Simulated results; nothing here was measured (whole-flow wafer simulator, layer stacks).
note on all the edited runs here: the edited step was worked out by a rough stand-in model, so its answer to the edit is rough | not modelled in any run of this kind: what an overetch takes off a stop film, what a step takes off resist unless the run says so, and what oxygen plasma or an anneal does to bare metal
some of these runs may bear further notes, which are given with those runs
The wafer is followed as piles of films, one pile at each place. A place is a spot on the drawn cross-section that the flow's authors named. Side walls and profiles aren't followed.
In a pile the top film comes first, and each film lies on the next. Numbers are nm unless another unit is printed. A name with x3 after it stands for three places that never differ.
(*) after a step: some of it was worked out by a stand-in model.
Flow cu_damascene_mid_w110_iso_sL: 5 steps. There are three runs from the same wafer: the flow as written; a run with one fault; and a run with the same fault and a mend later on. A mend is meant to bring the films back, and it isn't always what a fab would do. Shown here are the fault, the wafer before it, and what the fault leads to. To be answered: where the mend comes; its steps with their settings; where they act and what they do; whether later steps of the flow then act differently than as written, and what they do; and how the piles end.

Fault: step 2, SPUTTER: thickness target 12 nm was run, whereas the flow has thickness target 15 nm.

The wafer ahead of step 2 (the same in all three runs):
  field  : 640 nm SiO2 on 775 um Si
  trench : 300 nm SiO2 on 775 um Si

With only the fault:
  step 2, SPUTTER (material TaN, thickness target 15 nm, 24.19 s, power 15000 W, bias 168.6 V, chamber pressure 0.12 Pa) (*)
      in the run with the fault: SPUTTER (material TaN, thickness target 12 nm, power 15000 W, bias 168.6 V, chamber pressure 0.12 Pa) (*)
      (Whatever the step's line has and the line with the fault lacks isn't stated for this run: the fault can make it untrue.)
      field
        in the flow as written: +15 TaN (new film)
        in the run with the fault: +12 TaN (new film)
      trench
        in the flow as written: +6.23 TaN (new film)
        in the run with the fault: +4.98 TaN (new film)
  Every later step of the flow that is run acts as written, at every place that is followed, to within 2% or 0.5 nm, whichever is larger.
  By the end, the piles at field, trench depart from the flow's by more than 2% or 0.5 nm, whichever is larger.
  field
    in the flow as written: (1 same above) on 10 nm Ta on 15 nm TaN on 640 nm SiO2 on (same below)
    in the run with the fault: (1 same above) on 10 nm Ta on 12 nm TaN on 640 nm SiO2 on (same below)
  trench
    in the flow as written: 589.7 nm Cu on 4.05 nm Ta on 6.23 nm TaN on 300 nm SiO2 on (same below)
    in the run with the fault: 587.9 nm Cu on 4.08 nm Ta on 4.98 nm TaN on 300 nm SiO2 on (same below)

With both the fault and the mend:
  The mend follows step 2.
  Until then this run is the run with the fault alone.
  step 2a, SPUTTER (material TaN, thickness target 3 nm, power 15000 W, bias 168.6 V, chamber pressure 0.12 Pa) (*) (a further turn of the flow's step 2, with different settings)
      field
        +3 TaN
      trench
        +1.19 TaN
  Every later step of the flow that is run acts as written at every place that is followed.
  When the end is reached, the piles differ only a little from the flow's at the places that both follow, at most by 2% or 0.5 nm, whichever is larger.
